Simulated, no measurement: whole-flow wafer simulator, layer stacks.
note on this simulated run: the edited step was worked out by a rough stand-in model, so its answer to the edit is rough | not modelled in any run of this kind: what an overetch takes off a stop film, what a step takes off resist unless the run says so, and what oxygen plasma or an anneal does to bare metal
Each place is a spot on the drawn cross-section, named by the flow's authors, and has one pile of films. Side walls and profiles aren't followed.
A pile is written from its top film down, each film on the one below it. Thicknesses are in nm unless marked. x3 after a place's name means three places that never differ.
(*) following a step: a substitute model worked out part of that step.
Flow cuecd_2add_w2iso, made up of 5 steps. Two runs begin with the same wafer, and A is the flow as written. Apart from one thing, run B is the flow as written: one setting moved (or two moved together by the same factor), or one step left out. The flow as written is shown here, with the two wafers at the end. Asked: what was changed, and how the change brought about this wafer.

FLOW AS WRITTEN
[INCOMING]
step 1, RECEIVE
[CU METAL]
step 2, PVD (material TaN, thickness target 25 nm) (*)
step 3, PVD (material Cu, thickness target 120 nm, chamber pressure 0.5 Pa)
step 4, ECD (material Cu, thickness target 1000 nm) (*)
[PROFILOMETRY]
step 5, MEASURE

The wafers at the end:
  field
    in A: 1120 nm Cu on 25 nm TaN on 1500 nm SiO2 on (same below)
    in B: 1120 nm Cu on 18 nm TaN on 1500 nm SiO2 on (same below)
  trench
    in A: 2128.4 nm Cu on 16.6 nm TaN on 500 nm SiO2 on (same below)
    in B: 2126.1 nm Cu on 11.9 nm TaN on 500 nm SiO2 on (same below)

Cause: step 2, PVD: thickness target 18 nm was run, whereas the flow has thickness target 25 nm.
The wafer itself shows it: field has TaN 18, and step 2 as written asks for 25 nm.

Step by step, how the change led to this:
  step 2, PVD (material TaN, thickness target 25 nm) (*)
      field: A +25 TaN (new film) | B +18 TaN (new film)
      trench: A +16.6 TaN (new film) | B +11.9 TaN (new film)
